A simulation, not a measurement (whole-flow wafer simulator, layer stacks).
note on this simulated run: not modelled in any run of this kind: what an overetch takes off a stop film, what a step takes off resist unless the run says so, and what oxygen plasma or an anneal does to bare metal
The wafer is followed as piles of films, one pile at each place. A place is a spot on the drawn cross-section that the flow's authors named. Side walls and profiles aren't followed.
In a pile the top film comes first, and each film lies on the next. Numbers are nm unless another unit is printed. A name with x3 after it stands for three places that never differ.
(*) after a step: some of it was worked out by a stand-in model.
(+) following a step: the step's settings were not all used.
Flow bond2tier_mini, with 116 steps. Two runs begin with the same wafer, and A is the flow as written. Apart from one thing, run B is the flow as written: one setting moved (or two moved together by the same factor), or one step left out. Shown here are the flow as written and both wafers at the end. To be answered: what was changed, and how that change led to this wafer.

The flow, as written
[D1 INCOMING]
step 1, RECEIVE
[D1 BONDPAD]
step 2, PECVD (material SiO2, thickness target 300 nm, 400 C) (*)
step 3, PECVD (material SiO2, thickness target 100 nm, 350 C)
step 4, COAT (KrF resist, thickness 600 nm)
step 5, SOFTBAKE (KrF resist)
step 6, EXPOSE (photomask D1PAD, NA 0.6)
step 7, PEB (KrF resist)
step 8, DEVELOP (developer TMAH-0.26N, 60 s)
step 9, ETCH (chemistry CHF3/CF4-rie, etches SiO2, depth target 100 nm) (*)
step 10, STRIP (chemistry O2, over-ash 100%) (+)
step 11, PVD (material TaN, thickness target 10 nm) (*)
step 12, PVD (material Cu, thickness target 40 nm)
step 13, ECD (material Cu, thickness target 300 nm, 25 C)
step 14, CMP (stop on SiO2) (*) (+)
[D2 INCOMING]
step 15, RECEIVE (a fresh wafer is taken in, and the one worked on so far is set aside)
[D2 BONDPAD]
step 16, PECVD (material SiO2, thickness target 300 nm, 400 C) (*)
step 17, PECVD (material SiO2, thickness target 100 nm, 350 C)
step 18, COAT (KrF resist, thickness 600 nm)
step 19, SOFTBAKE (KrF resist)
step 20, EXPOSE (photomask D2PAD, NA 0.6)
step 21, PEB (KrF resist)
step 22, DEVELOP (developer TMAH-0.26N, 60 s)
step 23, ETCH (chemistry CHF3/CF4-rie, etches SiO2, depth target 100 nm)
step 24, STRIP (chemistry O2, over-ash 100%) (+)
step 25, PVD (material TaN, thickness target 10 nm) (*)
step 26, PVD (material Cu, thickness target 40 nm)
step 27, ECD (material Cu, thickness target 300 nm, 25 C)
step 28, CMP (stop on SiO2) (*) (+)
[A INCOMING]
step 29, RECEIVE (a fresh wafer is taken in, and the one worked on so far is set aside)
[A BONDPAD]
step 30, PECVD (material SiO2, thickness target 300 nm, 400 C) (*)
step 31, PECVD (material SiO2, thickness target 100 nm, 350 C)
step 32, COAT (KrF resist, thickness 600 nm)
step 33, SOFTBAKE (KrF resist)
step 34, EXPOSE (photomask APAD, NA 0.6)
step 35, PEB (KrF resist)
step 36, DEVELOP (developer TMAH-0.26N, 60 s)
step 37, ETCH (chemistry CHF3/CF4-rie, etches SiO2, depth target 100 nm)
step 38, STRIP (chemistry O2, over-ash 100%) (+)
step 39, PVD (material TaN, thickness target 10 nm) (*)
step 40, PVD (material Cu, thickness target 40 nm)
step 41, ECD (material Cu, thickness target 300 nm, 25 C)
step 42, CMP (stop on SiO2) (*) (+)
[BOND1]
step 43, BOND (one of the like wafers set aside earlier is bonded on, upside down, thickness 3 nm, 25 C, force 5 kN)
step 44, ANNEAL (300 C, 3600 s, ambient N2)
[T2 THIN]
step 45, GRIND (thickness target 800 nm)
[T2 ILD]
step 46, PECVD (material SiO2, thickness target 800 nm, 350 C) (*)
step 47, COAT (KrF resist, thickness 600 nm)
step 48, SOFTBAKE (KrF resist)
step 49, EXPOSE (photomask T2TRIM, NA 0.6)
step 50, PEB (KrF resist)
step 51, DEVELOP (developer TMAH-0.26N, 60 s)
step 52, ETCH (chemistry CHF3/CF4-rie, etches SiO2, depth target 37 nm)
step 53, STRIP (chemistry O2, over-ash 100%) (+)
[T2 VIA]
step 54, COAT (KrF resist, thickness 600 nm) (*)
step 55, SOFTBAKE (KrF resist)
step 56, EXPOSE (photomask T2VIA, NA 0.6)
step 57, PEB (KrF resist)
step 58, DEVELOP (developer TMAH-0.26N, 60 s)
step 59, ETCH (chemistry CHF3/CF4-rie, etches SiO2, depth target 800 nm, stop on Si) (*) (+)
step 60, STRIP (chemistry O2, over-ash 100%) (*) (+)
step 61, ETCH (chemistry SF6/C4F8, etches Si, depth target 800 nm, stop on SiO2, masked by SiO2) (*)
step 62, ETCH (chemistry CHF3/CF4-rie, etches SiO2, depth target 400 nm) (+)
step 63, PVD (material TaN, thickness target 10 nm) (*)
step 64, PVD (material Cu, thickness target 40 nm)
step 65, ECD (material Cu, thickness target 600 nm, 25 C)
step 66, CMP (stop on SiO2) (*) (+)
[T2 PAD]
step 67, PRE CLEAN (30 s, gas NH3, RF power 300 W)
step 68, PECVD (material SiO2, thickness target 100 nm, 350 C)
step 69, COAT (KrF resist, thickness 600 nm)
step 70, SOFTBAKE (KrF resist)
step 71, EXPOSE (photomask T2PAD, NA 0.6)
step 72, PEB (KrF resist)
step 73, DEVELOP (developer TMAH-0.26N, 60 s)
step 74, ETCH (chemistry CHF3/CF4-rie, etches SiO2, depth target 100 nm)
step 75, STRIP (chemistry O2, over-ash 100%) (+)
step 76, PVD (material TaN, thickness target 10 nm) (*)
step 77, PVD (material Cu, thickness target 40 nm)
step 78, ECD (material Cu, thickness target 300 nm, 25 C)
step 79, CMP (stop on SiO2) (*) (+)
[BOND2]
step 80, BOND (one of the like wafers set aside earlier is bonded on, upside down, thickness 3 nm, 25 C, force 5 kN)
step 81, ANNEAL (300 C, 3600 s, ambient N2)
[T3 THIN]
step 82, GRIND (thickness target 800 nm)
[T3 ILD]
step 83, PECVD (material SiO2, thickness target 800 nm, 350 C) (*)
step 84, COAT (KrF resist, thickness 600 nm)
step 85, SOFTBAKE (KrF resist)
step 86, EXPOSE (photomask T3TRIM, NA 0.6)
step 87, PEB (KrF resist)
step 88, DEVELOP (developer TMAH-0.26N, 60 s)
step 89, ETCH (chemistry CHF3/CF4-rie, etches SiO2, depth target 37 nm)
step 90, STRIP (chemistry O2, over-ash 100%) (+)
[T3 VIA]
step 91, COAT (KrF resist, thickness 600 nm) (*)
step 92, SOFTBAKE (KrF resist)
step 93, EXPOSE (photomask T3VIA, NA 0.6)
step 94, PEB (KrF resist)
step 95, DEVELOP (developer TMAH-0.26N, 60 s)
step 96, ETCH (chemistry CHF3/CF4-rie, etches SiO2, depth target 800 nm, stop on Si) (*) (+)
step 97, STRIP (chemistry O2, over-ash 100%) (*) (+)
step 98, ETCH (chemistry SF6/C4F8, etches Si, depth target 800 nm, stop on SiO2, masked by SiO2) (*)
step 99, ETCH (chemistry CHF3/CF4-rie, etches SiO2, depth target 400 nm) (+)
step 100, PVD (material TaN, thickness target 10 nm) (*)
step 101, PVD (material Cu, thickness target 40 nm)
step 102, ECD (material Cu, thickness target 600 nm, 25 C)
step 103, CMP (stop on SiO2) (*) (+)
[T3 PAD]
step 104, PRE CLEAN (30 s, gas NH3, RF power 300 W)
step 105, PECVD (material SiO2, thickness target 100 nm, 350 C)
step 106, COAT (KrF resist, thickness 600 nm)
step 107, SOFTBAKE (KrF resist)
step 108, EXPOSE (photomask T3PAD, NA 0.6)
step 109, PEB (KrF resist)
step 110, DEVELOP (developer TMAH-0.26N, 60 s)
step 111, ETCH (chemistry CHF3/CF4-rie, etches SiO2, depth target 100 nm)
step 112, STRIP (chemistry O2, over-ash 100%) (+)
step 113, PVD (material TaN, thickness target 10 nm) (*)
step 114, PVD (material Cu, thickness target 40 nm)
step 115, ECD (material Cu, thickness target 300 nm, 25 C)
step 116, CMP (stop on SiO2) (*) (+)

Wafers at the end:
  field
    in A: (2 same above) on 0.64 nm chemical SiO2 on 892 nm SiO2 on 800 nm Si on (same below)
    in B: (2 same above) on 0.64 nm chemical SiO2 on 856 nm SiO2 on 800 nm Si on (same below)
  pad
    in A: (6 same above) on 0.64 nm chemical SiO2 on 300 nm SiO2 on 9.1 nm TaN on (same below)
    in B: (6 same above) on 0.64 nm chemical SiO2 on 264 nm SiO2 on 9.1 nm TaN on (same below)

Cause: step 17, PECVD: thickness target 64 nm was run, though the flow has thickness target 100 nm.

Step by step, how the change led to this:
  step 17, PECVD (material SiO2, thickness target 100 nm, 350 C)
      field, pad, via: A +100 SiO2 | B +64 SiO2
  step 80, BOND (one of the like wafers set aside earlier is bonded on, upside down, thickness 3 nm, 25 C, force 5 kN)
      field: A +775 um Si (new film), +0.64 chemical SiO2 (new film), +400 SiO2 | B +775 um Si (new film), +0.64 chemical SiO2 (new film), +364 SiO2
      pad: A +775 um Si (new film), +0.64 chemical SiO2 (new film), +300 SiO2 (new film), +9.1 TaN (new film), +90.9 Cu | B +775 um Si (new film), +0.64 chemical SiO2 (new film), +264 SiO2 (new film), +9.1 TaN (new film), +90.9 Cu
